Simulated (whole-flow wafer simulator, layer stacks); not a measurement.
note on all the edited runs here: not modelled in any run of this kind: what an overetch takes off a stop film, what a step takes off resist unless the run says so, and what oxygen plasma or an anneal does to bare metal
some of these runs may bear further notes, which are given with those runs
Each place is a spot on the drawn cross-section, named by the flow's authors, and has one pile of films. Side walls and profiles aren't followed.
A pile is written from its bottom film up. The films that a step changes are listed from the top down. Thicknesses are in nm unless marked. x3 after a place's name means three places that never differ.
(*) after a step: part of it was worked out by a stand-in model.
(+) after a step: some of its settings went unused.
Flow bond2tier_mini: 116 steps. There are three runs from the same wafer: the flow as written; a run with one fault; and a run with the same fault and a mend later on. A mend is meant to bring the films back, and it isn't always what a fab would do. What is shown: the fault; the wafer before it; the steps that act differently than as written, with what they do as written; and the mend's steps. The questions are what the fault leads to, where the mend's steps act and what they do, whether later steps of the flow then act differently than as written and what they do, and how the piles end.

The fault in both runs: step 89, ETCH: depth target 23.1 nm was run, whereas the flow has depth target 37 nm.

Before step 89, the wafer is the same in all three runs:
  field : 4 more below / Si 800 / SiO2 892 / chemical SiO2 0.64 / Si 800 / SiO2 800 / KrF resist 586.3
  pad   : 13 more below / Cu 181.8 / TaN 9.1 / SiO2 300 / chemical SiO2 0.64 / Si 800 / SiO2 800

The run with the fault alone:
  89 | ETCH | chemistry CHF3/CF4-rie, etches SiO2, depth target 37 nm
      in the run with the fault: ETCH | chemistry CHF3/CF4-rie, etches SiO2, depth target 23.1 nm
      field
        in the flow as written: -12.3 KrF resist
        in the run with the fault: -7.7 KrF resist
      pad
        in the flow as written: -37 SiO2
        in the run with the fault: -23.1 SiO2
  Steps further on in the flow that do not act as written (not shown: 5 more steps that differ only slightly, by at most 2% or 0.5 nm, whichever is larger):
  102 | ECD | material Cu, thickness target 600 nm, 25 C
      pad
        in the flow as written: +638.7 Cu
        in the run with the fault: +624.1 Cu
  At pad, the piles at the end differ from the flow's by more than 2% or 0.5 nm, whichever is larger.
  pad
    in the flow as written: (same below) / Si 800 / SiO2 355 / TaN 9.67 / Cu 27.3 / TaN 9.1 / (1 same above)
    in the run with the fault: (same below) / Si 800 / SiO2 368.9 / TaN 9.8 / Cu 13.3 / TaN 9.1 / (1 same above)

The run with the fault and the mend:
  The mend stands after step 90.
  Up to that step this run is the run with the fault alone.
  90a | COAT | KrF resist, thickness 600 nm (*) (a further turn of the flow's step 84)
      field
        +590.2 KrF resist (new film)
      pad
        +610.2 KrF resist (new film)
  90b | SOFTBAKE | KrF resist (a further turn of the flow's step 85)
      does not change any film at any place that is followed
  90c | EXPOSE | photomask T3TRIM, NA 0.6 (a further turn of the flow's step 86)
      does not change any film at any place that is followed
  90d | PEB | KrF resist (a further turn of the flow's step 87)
      does not change any film at any place that is followed
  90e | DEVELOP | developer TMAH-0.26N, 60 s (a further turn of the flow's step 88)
      field
        -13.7 KrF resist
      pad
        -610.2 KrF resist (all of it)
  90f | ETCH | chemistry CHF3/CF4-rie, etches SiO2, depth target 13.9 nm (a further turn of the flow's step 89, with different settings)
      field
        -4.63 KrF resist
      pad
        -13.9 SiO2
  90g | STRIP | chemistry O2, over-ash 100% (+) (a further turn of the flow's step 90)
      field
        -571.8 KrF resist (all of it)
  None of the later steps of the flow acts differently than as written at any place that is followed.
  At every place that both follow, the piles at the end match the flow's.
